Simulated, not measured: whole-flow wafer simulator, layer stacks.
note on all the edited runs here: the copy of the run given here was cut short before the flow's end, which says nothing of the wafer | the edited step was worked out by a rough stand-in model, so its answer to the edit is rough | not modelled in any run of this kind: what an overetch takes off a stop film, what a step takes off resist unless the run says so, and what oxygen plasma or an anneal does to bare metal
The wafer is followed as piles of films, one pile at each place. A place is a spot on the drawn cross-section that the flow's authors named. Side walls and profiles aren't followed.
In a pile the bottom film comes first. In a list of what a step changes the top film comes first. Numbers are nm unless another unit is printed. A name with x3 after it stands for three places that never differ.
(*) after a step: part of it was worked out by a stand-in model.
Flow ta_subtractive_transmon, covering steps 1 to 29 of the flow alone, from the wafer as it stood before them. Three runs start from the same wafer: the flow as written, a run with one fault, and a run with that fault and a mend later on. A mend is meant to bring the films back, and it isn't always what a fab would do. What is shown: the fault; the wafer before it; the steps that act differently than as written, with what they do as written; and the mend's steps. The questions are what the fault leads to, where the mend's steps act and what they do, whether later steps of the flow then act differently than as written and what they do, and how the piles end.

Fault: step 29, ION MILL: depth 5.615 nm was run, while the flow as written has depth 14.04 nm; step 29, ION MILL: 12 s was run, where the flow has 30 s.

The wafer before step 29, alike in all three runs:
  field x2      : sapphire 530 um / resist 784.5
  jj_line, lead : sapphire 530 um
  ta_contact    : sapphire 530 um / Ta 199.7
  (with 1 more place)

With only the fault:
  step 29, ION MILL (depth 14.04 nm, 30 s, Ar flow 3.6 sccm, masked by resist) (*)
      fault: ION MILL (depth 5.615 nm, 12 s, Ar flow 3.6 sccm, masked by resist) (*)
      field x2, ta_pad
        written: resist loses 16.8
        fault: resist loses 6.71
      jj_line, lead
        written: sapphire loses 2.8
        fault: sapphire loses 1.12
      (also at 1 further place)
  Every later step of the flow that is run acts as written at every place that is followed.
  At ta_contact, the piles at the end differ from the flow's by more than 2% or 0.5 nm, whichever is larger.
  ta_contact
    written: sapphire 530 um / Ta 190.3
    fault: sapphire 530 um / Ta 196

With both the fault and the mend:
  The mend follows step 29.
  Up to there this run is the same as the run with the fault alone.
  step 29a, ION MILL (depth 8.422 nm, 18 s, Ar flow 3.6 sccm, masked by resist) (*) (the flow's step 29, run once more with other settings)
      field x2, ta_pad
        resist loses 10.1
      jj_line, lead
        sapphire loses 1.68
      ta_contact
        Ta loses 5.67
  Every later step of the flow that is run acts as written at every place that is followed.
  The piles end the same as the flow's at every place that both follow.
